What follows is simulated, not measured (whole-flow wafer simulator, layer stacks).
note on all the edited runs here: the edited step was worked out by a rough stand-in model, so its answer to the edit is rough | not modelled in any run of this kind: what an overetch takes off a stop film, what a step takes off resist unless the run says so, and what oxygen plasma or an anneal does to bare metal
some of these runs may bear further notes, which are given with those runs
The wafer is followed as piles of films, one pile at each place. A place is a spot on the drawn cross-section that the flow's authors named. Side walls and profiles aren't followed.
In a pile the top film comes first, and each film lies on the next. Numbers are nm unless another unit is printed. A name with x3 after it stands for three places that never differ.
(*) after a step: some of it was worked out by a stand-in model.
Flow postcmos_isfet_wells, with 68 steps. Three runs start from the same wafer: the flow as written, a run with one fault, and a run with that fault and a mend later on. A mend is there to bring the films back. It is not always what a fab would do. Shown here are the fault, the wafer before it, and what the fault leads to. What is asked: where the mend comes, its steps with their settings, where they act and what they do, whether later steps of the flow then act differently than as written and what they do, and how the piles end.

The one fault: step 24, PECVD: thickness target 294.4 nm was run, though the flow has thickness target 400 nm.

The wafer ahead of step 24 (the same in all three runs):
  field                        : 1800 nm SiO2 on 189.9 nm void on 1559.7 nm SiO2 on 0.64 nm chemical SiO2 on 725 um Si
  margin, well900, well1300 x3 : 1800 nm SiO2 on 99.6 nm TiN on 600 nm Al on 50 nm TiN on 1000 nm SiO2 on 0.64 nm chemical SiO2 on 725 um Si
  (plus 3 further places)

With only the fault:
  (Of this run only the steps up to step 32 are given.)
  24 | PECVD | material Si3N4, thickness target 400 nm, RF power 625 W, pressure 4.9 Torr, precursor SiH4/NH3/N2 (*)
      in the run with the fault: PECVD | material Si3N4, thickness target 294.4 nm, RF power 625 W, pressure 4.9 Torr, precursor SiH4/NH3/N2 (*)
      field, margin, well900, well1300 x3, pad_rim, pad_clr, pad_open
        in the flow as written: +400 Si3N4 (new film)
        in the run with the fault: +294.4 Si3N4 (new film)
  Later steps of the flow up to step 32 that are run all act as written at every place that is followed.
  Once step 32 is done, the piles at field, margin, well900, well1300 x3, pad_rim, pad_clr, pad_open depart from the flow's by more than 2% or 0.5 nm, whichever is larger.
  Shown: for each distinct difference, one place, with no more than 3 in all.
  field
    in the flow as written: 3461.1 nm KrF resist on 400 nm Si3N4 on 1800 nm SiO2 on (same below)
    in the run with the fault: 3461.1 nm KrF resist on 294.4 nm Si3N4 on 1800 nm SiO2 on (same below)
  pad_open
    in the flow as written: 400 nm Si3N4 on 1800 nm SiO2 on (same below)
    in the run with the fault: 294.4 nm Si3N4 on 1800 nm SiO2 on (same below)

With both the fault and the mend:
  After step 24 comes the mend.
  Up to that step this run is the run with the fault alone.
  24a | ETCH | chemistry h3po4, depth target 338.6 nm
      field, margin, well900, well1300 x3, pad_rim, pad_clr, pad_open
        -294.4 Si3N4 (all of it)
  24b | PECVD | material Si3N4, thickness target 400 nm, RF power 625 W, pressure 4.9 Torr, precursor SiH4/NH3/N2 (*) (the flow's step 24, run once more)
      field, margin, well900, well1300 x3, pad_rim, pad_clr, pad_open
        +400 Si3N4 (new film)
  Later steps of the flow that are run all act as written at every place that is followed.
  By the end, the piles equal the flow's at every place that both follow.
